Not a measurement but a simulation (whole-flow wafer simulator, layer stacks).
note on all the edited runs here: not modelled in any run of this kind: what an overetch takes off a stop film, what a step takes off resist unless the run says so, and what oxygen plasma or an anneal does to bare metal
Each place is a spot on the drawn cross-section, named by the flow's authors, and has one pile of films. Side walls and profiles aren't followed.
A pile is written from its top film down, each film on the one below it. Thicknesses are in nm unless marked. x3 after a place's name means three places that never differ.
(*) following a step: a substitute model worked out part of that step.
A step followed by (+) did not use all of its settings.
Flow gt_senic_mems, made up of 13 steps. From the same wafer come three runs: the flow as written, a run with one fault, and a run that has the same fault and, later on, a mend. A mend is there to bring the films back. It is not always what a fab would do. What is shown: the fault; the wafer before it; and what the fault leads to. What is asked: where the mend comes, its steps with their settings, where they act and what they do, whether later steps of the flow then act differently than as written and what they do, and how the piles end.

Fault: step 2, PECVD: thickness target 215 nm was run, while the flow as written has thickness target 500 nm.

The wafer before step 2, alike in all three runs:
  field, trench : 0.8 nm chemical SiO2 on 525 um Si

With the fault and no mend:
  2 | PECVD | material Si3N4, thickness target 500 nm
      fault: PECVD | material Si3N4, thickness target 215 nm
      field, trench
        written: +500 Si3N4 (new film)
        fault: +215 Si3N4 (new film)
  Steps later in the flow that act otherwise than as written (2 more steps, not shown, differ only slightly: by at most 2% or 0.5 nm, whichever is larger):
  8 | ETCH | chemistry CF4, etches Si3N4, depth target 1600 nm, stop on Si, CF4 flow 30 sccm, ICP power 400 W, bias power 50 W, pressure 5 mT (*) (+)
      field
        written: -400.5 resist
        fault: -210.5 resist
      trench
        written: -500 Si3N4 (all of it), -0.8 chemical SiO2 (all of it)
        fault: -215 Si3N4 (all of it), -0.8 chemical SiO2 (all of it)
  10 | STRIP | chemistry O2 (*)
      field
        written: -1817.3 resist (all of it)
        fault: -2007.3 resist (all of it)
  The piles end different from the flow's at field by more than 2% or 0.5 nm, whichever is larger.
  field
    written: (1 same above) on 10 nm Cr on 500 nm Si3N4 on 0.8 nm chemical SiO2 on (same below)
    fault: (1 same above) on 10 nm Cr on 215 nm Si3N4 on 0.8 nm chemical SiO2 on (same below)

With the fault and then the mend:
  After step 7 comes the mend.
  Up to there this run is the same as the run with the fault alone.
  7a | STRIP | chemistry O2 (*)
      field
        -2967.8 resist (all of it)
  7b | PECVD | material Si3N4, thickness target 285 nm (the flow's step 2 again, with other settings)
      field, trench
        +285 Si3N4
  7c | HMDS (the flow's step 3 again)
      alters no film at any place that is followed
  7d | COAT | resist, thickness 3000 nm (the flow's step 4 again)
      field, trench
        +3000 resist (new film)
  7e | SOFTBAKE | resist (the flow's step 5 again)
      alters no film at any place that is followed
  7f | EXPOSE | photomask DEVICE, dose 108.9 mJ/cm2, wavelength 405 nm (*) (the flow's step 6 again)
      alters no film at any place that is followed
  7g | DEVELOP | resist, thickness 3000 nm, developer developer-E, 60 s (the flow's step 7 again)
      field
        -32.2 resist
      trench
        -3000 resist (all of it)
  None of the later steps of the flow acts differently than as written at any place that is followed.
  The piles end the same as the flow's at every place that both follow.
